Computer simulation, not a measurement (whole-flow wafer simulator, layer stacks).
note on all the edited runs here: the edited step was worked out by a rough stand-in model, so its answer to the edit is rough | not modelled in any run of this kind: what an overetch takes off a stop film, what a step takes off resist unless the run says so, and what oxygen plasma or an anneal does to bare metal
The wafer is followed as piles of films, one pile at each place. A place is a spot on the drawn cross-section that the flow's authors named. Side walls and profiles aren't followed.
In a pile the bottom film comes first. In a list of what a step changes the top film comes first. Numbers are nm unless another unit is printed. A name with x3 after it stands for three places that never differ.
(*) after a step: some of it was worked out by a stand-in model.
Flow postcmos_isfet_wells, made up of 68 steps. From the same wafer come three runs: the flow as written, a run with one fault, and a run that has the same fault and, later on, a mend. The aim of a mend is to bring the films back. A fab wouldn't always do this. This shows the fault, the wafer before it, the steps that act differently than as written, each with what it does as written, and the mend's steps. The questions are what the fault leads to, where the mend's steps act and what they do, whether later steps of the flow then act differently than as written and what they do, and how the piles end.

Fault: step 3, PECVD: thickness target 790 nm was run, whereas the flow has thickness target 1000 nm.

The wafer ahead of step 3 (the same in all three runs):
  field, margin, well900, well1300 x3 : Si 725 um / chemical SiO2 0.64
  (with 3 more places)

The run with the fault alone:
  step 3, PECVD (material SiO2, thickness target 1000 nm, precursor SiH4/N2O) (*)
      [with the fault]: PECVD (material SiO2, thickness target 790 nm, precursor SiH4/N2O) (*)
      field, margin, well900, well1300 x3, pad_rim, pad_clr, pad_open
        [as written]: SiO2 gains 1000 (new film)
        [with the fault]: SiO2 gains 790 (new film)
  None of the later steps of the flow acts differently than as written at any place that is followed.
  By the end, the piles at field, margin, well900, well1300 x3, pad_rim, pad_clr, pad_open depart from the flow's by more than 2% or 0.5 nm, whichever is larger.
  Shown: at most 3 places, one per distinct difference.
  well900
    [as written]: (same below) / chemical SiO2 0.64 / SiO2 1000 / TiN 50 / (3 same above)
    [with the fault]: (same below) / chemical SiO2 0.64 / SiO2 790 / TiN 50 / (3 same above)
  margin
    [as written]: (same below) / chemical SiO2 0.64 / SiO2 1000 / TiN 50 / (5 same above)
    [with the fault]: (same below) / chemical SiO2 0.64 / SiO2 790 / TiN 50 / (5 same above)
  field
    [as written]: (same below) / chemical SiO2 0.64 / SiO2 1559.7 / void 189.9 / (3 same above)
    [with the fault]: (same below) / chemical SiO2 0.64 / SiO2 1349.7 / void 189.9 / (3 same above)

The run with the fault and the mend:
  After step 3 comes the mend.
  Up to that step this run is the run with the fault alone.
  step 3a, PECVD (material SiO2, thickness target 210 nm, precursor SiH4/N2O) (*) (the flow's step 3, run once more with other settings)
      field, margin, well900, well1300 x3, pad_rim, pad_clr, pad_open
        SiO2 gains 210
  None of the later steps of the flow acts differently than as written at any place that is followed.
  By the end, the piles equal the flow's at every place that both follow.
